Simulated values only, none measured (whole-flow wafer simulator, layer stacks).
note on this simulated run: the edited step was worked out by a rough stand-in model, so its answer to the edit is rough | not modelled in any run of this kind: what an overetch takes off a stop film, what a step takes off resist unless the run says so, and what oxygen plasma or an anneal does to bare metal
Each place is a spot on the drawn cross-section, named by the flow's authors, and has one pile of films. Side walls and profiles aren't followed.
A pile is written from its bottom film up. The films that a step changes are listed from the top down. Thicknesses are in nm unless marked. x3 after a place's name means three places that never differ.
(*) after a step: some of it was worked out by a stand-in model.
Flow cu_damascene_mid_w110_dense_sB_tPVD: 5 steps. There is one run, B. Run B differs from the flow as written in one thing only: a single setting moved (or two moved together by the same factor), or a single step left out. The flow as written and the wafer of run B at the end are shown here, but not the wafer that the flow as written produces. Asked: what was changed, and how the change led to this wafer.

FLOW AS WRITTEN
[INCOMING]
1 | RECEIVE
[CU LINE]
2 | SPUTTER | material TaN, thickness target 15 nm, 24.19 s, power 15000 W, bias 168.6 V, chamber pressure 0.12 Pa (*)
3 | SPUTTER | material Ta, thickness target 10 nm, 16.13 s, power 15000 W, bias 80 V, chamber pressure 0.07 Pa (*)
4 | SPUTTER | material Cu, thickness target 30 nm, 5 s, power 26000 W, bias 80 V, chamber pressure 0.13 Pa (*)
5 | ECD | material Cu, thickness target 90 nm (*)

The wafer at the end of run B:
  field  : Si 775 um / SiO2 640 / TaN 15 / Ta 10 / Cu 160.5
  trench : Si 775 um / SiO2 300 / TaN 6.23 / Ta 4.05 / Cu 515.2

Cause: step 5, ECD: thickness target 130.5 nm was run, whereas the flow has thickness target 90 nm.

The path from the change to this, step by step:
  5 | ECD | material Cu, thickness target 90 nm (*)
      field: +130.5 Cu (it would be, as written: +90 Cu)
      trench: +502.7 Cu (it would be, as written: +462.2 Cu)
